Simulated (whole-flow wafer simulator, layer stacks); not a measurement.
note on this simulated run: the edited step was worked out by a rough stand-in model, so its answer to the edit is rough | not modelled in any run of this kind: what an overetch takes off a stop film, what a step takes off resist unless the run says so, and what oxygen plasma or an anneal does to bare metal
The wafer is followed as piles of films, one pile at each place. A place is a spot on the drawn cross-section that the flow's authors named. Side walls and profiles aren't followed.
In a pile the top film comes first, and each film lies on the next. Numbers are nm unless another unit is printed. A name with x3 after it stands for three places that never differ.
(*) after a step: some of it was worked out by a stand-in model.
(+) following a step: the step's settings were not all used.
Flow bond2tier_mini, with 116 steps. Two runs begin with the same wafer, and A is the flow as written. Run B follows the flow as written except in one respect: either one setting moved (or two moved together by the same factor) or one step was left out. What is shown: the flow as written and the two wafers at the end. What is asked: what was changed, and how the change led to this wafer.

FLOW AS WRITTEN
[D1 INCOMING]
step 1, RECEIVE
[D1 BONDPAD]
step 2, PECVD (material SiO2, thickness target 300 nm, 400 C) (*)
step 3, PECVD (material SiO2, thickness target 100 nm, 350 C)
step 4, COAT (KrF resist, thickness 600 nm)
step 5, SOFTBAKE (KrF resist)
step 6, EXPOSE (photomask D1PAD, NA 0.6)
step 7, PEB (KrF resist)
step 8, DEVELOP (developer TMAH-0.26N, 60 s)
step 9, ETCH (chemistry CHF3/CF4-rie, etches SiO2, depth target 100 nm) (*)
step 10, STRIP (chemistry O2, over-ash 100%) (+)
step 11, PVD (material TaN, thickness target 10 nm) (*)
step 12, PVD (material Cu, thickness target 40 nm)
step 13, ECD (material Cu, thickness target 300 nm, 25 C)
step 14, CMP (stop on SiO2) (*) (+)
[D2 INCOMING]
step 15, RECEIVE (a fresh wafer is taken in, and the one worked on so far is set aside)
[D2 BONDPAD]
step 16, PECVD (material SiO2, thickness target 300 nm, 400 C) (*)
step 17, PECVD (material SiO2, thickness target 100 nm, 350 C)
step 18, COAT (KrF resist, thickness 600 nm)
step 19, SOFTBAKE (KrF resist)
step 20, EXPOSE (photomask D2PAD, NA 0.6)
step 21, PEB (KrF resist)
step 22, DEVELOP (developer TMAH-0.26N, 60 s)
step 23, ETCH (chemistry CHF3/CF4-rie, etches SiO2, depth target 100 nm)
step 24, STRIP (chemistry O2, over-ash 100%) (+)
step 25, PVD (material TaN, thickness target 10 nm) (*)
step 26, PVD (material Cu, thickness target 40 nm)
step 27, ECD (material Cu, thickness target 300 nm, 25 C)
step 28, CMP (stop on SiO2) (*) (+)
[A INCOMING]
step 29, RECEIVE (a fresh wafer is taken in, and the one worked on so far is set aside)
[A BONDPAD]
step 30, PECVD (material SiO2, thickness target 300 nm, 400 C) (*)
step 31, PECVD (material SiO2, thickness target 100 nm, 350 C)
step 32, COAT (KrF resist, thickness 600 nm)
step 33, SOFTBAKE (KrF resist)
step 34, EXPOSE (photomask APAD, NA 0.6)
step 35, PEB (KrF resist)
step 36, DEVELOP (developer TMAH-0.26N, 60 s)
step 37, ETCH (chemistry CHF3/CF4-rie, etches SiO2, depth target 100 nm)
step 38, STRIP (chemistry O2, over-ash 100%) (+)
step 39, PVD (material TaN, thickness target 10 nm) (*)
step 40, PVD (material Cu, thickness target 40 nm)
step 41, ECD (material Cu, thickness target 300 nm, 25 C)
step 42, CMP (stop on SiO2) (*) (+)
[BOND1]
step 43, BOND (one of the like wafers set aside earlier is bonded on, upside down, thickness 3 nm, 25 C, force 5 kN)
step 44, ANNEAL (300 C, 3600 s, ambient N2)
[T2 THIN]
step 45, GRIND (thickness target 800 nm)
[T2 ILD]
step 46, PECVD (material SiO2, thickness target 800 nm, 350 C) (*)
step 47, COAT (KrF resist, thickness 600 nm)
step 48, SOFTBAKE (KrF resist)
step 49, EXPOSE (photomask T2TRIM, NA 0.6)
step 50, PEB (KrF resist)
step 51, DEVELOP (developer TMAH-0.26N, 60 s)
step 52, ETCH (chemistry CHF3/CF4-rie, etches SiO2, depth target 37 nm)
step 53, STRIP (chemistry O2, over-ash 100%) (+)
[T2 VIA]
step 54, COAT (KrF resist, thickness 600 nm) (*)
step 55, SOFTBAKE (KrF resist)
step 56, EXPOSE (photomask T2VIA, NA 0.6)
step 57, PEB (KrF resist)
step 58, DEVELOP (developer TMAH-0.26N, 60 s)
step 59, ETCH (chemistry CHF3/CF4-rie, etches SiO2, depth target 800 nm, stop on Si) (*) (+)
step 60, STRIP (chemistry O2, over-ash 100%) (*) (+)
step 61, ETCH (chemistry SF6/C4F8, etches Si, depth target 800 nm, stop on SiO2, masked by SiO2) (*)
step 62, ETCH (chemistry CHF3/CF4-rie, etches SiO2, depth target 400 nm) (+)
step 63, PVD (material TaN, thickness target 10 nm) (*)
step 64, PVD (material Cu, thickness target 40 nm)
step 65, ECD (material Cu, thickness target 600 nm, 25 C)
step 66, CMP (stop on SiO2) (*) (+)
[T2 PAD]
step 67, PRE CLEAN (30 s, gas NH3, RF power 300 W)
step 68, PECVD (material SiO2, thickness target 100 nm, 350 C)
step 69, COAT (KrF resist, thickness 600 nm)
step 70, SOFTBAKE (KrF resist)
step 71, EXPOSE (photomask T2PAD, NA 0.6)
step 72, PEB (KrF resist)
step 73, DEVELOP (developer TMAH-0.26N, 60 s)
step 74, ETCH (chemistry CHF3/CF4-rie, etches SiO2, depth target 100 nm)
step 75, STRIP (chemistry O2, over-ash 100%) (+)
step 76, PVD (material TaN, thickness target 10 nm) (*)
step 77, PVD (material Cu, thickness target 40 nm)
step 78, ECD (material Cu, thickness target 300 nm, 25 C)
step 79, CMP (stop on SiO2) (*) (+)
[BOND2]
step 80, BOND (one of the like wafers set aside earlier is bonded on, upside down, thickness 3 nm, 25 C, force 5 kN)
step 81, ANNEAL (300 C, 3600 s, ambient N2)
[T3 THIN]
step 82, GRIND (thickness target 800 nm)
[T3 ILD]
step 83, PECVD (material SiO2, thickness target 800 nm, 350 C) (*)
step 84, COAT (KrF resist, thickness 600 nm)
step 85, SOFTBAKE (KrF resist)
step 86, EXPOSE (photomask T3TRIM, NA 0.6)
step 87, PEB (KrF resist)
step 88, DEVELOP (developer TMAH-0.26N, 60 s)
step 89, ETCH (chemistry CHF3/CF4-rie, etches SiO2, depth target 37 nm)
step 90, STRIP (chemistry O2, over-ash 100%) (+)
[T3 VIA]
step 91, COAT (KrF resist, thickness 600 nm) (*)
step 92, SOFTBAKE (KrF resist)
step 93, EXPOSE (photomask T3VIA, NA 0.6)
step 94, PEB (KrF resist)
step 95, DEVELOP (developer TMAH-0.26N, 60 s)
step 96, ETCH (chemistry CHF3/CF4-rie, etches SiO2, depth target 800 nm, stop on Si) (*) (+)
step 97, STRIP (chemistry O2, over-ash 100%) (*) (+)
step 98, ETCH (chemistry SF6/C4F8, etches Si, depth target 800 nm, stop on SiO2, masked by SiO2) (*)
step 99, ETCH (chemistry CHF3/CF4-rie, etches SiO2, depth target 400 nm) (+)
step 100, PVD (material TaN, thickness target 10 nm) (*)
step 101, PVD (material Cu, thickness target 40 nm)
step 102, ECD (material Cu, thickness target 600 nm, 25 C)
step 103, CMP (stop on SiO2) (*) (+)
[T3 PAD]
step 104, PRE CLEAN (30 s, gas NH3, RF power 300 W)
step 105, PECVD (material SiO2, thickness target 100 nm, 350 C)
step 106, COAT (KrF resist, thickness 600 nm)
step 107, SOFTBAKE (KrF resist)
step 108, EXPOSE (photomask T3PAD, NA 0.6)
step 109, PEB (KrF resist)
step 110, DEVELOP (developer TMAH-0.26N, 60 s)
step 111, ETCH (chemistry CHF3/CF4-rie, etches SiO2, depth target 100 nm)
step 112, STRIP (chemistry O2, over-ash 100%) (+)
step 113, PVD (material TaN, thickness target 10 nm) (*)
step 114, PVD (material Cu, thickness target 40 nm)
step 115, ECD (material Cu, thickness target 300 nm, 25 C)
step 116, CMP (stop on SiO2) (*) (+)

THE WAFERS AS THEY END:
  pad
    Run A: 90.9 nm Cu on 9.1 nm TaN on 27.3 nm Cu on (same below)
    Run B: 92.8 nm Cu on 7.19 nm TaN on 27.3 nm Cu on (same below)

What caused this: step 113, PVD: thickness target 7.9 nm was run, though the flow has thickness target 10 nm.

The path from the change to this, step by step:
  step 113, PVD (material TaN, thickness target 10 nm) (*)
      field: A +10 TaN (new film) | B +7.9 TaN (new film)
      pad: A +9.1 TaN (new film) | B +7.19 TaN (new film)
  step 116, CMP (stop on SiO2) (*) (+)
      field: A -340 Cu (all of it), -10 TaN (all of it) | B -340 Cu (all of it), -7.9 TaN (all of it)
